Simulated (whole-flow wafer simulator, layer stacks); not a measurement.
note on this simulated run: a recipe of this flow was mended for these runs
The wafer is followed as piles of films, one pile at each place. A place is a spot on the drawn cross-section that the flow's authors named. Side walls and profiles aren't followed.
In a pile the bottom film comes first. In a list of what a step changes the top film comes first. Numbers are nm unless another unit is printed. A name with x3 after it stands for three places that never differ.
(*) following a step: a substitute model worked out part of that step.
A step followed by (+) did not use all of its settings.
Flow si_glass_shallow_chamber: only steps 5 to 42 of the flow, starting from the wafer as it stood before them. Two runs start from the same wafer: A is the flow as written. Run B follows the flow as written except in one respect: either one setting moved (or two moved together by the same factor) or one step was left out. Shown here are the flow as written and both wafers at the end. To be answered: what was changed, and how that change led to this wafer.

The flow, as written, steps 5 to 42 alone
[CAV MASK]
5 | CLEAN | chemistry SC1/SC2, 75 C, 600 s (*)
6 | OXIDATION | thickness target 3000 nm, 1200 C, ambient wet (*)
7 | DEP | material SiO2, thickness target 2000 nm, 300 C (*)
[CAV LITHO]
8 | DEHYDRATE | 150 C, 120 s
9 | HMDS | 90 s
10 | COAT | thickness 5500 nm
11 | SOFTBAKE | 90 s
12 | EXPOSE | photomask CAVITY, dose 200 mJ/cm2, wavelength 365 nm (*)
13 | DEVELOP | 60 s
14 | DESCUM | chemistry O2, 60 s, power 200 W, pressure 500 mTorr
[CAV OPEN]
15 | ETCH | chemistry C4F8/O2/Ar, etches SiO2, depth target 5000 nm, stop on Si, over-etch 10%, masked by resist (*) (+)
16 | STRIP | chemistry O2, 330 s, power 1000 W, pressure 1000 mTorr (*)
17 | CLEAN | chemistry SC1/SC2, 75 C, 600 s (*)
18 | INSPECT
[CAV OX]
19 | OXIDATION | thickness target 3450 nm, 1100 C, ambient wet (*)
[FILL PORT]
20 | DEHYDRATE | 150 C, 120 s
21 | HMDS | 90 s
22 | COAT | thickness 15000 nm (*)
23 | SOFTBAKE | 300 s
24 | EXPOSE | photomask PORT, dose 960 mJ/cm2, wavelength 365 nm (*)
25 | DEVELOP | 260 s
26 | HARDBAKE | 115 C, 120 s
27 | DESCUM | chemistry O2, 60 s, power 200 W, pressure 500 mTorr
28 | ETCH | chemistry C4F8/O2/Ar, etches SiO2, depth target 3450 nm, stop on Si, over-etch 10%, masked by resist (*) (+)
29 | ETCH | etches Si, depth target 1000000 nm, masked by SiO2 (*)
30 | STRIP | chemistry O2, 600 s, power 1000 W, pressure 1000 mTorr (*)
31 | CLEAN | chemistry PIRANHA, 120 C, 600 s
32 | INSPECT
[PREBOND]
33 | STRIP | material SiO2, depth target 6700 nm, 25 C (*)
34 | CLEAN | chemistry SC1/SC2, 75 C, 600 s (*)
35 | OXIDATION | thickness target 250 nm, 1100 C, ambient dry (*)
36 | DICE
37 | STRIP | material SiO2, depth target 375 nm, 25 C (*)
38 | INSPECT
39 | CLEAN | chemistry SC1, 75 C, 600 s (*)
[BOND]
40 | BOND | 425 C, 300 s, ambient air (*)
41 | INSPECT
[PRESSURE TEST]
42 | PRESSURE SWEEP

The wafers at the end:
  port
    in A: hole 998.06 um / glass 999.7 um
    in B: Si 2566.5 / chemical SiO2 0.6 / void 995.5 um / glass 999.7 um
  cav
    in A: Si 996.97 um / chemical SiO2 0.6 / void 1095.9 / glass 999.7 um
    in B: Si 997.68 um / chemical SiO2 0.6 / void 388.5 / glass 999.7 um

The reason: step 15, ETCH: depth target 2675 nm was run, though the flow has depth target 5000 nm.

Step by step, how the change led to this:
  15 | ETCH | chemistry C4F8/O2/Ar, etches SiO2, depth target 5000 nm, stop on Si, over-etch 10%, masked by resist (*) (+)
      cav, port: A -5000 SiO2 (all of it), -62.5 Si | B -2942.5 SiO2
      rim, ramp, septum, ring: A -1100 thick-i-line-resist | B -588.5 thick-i-line-resist
  16 | STRIP | chemistry O2, 330 s, power 1000 W, pressure 1000 mTorr (*)
      cav, port: A +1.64 chemical SiO2 (new film), -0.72 Si | B nothing
      rim, ramp, septum, ring: A -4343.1 thick-i-line-resist (all of it) | B -4854.6 thick-i-line-resist (all of it)
  17 | CLEAN | chemistry SC1/SC2, 75 C, 600 s (*)
      cav, port: A -1.04 chemical SiO2, -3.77 Si | B -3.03 SiO2
  19 | OXIDATION | thickness target 3450 nm, 1100 C, ambient wet (*)
      cav, port: A +3450 SiO2 (new film), -0.6 chemical SiO2 (all of it), -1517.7 Si | B +1993.9 SiO2, -877.3 Si
  22 | COAT | thickness 15000 nm (*)
      rim: A +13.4 um thick-i-line-resist (new film) | B +13.94 um thick-i-line-resist (new film)
      ramp: A +12.89 um thick-i-line-resist (new film) | B +13.61 um thick-i-line-resist (new film)
      (also at 4 further places)
  23 | SOFTBAKE | 300 s
      rim: A -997 thick-i-line-resist | B -635.3 thick-i-line-resist
      ramp: A -487.1 thick-i-line-resist | B -301.4 thick-i-line-resist
      (also at 4 further places)
  25 | DEVELOP | 260 s
      port: A -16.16 um thick-i-line-resist (all of it) | B -15.75 um thick-i-line-resist (all of it)
  26 | HARDBAKE | 115 C, 120 s
      rim, ramp: A -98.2 thick-i-line-resist | B -109.3 thick-i-line-resist
      cav: A -147.1 thick-i-line-resist | B -137.9 thick-i-line-resist
  28 | ETCH | chemistry C4F8/O2/Ar, etches SiO2, depth target 3450 nm, stop on Si, over-etch 10%, masked by resist (*) (+)
      port: A -3450 SiO2 (all of it), -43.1 Si | B -3795 SiO2
  29 | ETCH | etches Si, depth target 1000000 nm, masked by SiO2 (*)
      port: A +997.05 um hole (new film), -997.05 um Si (all of it) | B -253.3 SiO2 (all of it), -995.11 um Si
      rim, ramp: A -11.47 um thick-i-line-resist (all of it), -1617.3 SiO2 | B -12.37 um thick-i-line-resist (all of it), -1141.3 SiO2
      (also at 2 further places)
  30 | STRIP | chemistry O2, 600 s, power 1000 W, pressure 1000 mTorr (*)
      port: A nothing | B +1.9 chemical SiO2 (new film), -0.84 Si
      cav: A -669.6 thick-i-line-resist (all of it) | B -276.3 thick-i-line-resist (all of it)
  33 | STRIP | material SiO2, depth target 6700 nm, 25 C (*)
      port: A nothing | B -1.9 chemical SiO2 (all of it)
      rim, ramp: A -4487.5 SiO2 (all of it) | B -4963.5 SiO2 (all of it)
      (also at 1 further place)
  34 | CLEAN | chemistry SC1/SC2, 75 C, 600 s (*)
      port: A nothing | B +0.6 chemical SiO2 (new film), -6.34 Si
  35 | OXIDATION | thickness target 250 nm, 1100 C, ambient dry (*)
      port: A nothing | B +250 SiO2 (new film), -0.6 chemical SiO2 (all of it), -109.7 Si
  37 | STRIP | material SiO2, depth target 375 nm, 25 C (*)
      port: A nothing | B -250 SiO2 (all of it)
  39 | CLEAN | chemistry SC1, 75 C, 600 s (*)
      port: A nothing | B +0.6 chemical SiO2 (new film), -6.34 Si
  40 | BOND | 425 C, 300 s, ambient air (*)
      port: A +999.7 um glass (new film), +1017.3 hole | B +999.7 um glass (new film), +995.5 um void (new film)
      cav: A +999.7 um glass (new film), +1095.9 void (new film) | B +999.7 um glass (new film), +388.5 void (new film)
